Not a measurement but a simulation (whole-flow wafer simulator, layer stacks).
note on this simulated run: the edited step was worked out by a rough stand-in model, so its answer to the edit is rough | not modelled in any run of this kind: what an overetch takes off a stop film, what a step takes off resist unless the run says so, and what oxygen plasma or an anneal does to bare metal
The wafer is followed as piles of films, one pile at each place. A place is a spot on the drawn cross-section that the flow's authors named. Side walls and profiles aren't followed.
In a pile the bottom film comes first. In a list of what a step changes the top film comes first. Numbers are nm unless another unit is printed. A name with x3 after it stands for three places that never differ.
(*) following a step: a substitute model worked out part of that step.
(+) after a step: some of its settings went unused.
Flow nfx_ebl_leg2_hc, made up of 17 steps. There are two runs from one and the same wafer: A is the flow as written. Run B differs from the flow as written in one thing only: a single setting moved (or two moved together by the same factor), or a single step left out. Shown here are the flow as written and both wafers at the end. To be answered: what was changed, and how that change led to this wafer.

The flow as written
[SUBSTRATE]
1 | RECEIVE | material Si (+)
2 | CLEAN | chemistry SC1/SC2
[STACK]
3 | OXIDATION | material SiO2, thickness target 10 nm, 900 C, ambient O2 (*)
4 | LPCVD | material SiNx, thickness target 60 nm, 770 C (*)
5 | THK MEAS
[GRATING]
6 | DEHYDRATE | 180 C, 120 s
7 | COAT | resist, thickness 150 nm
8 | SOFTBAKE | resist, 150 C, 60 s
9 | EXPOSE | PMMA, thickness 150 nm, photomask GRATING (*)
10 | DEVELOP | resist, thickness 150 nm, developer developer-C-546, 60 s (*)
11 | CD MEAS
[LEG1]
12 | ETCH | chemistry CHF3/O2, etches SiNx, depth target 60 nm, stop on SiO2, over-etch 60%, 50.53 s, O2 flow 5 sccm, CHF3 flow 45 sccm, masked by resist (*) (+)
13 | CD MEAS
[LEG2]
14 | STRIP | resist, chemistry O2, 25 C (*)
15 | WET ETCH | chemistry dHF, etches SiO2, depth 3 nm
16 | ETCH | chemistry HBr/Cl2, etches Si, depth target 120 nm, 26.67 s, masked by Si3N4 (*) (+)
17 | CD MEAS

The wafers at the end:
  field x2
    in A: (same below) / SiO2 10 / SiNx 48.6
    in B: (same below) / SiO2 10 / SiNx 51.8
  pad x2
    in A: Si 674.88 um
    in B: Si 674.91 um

Cause: step 16, ETCH: depth target 85.8 nm was run, though the flow has depth target 120 nm; step 16, ETCH: 19.07 s was run, where the flow has 26.67 s.

Step by step, how the change led to this:
  16 | ETCH | chemistry HBr/Cl2, etches Si, depth target 120 nm, 26.67 s, masked by Si3N4 (*) (+)
      field x2: A -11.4 SiNx | B -8.17 SiNx
      pad x2: A -120 Si | B -85.8 Si
